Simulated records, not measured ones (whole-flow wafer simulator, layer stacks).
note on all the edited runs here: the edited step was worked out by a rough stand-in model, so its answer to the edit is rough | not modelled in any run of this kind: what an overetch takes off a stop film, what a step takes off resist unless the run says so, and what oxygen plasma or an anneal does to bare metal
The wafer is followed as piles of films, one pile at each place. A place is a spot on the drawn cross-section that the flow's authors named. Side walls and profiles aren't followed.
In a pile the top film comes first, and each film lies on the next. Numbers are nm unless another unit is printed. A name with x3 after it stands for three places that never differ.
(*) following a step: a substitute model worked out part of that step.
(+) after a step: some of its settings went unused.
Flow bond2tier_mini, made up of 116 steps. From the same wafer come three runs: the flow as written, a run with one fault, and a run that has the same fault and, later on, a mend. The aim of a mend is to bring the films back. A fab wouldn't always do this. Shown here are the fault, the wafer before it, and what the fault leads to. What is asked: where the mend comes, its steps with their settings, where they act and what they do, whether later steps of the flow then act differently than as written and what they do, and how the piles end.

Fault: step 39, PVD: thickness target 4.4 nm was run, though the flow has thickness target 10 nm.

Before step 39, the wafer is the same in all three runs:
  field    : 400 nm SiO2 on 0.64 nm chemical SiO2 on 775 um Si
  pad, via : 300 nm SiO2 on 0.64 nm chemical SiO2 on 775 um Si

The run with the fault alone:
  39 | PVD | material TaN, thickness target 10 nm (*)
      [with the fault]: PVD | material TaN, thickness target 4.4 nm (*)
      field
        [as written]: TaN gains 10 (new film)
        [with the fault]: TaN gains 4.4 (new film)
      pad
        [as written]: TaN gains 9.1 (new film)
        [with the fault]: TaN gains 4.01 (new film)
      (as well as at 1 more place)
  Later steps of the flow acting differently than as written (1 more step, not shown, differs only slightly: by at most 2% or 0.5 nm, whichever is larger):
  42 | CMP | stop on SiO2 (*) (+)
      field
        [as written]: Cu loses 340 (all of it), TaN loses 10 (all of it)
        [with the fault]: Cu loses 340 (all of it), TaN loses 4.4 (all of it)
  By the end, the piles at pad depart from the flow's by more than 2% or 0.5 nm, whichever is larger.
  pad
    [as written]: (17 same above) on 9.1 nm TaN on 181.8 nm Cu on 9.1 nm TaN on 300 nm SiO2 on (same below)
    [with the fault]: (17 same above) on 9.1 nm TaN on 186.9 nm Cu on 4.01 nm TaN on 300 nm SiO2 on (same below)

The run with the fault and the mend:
  The mend follows step 39.
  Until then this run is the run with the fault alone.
  39a | PVD | material TaN, thickness target 5.6 nm (*) (the flow's step 39 again, with other settings)
      field
        TaN gains 5.6
      pad
        TaN gains 5.09
      via
        TaN gains 5.58
  None of the later steps of the flow acts differently than as written at any place that is followed.
  The piles end the same as the flow's at every place that both follow.
